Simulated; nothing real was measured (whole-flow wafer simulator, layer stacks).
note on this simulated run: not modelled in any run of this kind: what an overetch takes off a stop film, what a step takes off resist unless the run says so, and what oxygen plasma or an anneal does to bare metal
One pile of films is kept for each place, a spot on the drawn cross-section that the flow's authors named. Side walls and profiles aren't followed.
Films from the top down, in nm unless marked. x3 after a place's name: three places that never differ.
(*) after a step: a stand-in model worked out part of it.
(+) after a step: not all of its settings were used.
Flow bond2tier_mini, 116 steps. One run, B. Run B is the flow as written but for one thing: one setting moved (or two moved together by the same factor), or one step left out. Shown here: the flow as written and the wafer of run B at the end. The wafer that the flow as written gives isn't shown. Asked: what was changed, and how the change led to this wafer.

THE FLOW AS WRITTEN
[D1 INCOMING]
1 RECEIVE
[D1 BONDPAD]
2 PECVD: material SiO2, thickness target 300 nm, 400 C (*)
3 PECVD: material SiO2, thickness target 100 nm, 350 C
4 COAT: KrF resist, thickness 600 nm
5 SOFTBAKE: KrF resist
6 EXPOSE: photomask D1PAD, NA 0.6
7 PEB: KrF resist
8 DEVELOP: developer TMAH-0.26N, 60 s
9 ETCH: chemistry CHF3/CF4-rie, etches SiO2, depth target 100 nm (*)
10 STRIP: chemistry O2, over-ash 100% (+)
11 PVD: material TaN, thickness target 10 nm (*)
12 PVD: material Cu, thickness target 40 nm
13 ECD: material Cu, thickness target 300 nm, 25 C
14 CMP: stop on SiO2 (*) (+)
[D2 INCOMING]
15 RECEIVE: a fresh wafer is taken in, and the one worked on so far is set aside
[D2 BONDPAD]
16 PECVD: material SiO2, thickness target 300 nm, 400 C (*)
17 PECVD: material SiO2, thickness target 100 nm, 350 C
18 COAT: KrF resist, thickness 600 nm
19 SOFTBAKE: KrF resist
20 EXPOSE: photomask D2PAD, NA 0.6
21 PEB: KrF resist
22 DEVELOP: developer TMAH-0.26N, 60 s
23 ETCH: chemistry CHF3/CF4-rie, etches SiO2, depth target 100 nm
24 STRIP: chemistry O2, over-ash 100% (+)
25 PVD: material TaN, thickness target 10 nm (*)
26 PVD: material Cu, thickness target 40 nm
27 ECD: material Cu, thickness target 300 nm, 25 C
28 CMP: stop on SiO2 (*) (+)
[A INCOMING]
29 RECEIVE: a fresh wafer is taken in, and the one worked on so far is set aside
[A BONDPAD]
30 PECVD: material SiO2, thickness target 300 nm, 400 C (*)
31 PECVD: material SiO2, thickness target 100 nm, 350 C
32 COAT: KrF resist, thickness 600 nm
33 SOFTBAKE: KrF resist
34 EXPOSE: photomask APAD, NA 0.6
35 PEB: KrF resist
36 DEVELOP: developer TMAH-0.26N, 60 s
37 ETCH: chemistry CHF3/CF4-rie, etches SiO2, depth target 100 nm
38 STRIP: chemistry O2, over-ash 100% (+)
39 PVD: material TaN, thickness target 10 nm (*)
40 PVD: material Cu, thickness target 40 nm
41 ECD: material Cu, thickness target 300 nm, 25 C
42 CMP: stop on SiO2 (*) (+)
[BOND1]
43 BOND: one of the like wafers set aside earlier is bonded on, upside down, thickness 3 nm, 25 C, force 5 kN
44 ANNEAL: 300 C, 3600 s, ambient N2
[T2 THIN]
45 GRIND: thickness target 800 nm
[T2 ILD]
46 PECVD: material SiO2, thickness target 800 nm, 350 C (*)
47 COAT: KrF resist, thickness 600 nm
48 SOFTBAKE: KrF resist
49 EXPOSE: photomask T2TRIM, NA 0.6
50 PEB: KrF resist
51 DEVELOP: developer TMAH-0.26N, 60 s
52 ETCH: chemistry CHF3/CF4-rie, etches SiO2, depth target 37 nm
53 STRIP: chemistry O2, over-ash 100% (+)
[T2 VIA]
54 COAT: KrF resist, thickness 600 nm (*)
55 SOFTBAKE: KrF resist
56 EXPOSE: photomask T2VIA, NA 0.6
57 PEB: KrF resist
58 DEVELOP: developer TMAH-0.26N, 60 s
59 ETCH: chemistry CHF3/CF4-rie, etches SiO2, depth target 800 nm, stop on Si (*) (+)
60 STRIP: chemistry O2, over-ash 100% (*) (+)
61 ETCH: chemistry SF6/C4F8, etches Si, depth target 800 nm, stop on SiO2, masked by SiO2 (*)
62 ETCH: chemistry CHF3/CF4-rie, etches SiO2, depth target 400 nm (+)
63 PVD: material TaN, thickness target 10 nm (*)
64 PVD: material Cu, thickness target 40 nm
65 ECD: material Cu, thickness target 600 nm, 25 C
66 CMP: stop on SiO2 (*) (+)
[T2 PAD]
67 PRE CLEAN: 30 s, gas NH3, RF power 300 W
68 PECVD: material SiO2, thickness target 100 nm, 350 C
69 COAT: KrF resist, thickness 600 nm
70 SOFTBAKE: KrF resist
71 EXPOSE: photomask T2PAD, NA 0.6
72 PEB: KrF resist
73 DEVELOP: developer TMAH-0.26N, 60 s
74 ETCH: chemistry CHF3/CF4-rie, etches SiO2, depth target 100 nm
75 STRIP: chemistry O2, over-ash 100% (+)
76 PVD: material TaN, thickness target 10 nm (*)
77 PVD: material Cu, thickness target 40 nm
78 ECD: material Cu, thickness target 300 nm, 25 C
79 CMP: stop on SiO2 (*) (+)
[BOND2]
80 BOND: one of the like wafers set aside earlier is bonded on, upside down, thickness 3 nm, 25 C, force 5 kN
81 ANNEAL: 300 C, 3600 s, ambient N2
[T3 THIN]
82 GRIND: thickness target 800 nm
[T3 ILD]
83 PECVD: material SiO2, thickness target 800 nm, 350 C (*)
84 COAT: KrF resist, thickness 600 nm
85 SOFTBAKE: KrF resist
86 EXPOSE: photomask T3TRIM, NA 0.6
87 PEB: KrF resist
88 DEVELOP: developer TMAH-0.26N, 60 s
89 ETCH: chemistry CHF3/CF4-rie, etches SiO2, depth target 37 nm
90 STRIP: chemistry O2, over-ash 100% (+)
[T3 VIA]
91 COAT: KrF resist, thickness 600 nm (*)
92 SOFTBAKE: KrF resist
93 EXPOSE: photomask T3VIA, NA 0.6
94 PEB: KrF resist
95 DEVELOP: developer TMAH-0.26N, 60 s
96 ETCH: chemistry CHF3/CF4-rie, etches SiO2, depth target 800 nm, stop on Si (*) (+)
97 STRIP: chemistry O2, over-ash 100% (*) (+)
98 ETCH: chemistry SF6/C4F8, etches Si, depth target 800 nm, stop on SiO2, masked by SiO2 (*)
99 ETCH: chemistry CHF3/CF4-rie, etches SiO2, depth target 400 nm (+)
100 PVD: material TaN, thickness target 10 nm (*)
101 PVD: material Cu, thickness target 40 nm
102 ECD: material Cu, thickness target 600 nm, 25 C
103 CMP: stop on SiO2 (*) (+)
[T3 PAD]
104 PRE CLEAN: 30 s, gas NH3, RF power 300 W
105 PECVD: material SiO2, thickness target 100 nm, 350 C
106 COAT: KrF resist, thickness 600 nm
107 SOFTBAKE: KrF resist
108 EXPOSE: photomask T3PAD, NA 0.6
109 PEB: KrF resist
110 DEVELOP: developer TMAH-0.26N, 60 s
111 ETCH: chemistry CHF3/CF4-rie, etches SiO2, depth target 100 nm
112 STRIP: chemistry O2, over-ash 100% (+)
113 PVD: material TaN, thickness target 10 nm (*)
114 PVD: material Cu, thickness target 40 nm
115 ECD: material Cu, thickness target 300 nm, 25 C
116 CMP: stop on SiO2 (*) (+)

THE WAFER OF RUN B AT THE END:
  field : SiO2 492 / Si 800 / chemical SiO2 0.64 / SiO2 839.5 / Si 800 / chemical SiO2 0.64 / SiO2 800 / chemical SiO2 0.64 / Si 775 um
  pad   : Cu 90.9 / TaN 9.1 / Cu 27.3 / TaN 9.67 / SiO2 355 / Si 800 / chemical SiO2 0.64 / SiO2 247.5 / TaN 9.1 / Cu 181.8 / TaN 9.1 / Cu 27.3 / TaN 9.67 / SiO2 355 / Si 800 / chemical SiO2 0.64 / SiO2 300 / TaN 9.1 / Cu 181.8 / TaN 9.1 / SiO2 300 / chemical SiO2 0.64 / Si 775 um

The cause: step 17, PECVD: thickness target 47.5 nm was run, where the flow has thickness target 100 nm.

How the change led to this, step by step:
  17 PECVD: material SiO2, thickness target 100 nm, 350 C
      field, pad, via: SiO2 +47.5 (as written it would be: SiO2 +100)
  80 BOND: one of the like wafers set aside earlier is bonded on, upside down, thickness 3 nm, 25 C, force 5 kN
      field: Si +775 um (new film), chemical SiO2 +0.64 (new film), SiO2 +347.5 (as written it would be: Si +775 um (new film), chemical SiO2 +0.64 (new film), SiO2 +400)
      pad: Si +775 um (new film), chemical SiO2 +0.64 (new film), SiO2 +247.5 (new film), TaN +9.1 (new film), Cu +90.9 (as written it would be: Si +775 um (new film), chemical SiO2 +0.64 (new film), SiO2 +300 (new film), TaN +9.1 (new film), Cu +90.9)
